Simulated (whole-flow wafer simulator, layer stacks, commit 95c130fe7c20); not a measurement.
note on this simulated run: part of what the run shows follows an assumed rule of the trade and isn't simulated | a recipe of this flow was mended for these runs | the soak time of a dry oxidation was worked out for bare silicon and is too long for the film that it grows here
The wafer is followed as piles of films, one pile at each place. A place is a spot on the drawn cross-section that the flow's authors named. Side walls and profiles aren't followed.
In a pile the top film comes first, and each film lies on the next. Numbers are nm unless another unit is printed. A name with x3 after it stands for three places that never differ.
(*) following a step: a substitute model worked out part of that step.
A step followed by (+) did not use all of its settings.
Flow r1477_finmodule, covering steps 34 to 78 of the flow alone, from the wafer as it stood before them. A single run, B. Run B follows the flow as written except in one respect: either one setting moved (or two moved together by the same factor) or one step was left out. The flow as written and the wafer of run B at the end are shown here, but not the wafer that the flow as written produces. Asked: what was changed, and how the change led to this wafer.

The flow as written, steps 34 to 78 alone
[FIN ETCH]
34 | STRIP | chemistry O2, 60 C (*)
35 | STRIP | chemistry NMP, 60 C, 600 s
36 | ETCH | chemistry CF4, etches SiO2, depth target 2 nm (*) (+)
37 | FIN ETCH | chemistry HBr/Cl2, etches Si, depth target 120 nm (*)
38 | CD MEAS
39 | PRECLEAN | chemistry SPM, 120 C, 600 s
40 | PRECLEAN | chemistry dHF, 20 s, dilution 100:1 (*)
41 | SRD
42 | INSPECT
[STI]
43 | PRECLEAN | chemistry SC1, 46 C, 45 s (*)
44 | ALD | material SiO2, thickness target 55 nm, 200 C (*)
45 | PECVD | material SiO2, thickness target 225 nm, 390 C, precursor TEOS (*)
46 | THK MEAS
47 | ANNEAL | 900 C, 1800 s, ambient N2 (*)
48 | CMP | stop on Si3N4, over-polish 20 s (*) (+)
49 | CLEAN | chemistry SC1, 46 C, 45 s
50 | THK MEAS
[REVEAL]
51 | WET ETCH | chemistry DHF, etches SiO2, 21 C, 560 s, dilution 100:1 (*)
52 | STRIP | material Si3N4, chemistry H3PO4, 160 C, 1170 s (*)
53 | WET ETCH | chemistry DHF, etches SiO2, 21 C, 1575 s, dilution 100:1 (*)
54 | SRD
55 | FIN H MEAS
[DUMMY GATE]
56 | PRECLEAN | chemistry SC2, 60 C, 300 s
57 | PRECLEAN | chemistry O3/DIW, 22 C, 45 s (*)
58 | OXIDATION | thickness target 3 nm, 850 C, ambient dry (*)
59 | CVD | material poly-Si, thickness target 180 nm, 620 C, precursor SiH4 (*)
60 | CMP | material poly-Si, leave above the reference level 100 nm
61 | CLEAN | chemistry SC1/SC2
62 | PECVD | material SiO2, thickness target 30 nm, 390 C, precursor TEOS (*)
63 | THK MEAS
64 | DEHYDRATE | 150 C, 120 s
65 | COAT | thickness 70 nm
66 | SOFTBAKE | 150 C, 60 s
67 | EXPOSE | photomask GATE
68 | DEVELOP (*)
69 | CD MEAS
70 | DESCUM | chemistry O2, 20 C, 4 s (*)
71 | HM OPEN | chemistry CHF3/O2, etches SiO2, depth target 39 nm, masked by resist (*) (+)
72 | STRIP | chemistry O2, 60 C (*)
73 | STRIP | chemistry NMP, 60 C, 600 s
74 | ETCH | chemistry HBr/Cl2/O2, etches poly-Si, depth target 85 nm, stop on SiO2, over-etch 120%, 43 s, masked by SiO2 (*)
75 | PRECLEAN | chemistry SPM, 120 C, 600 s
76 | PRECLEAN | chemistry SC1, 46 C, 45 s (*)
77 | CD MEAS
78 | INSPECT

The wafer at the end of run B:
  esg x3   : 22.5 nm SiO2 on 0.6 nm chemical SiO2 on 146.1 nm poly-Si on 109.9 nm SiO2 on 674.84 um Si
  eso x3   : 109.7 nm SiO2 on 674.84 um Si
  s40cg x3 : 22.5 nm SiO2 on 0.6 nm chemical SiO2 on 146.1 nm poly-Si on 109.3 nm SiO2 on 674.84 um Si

Cause: step 37, FIN ETCH: depth target 150 nm was run, while the flow as written has depth target 120 nm.

Step by step, how the change led to this:
  37 | FIN ETCH | chemistry HBr/Cl2, etches Si, depth target 120 nm (*)
      pad, padg, esg x3 and 17 more: -150 Si (it would be, as written: -120 Si)
      elg x4, elo x4: -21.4 Si3N4 (it would be, as written: -17.1 Si3N4)
      (as well as at 6 more places)
  44 | ALD | material SiO2, thickness target 55 nm, 200 C (*)
      esg x3, e200sg, eso x3, e200so: +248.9 SiO2 (new film) (it would be, as written: +223.2 SiO2 (new film))
      s40cg x3, s40co x3: +290.9 SiO2 (new film) (it would be, as written: +263.2 SiO2 (new film))
      (as well as at 6 more places)
  48 | CMP | stop on Si3N4, over-polish 20 s (*) (+)
      pad, padg: -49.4 SiO2 (it would be, as written: -79.4 SiO2)
  51 | WET ETCH | chemistry DHF, etches SiO2, 21 C, 560 s, dilution 100:1 (*)
      elg x4, elo x4: -26.6 SiO2 (all of it), -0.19 Si3N4 (it would be, as written: -22.3 SiO2 (all of it), -0.41 Si3N4)
  52 | STRIP | material Si3N4, chemistry H3PO4, 160 C, 1170 s (*)
      elg x4, elo x4: -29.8 Si3N4 (all of it), -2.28 SiO2 (it would be, as written: -33.9 Si3N4 (all of it), -2.15 SiO2)
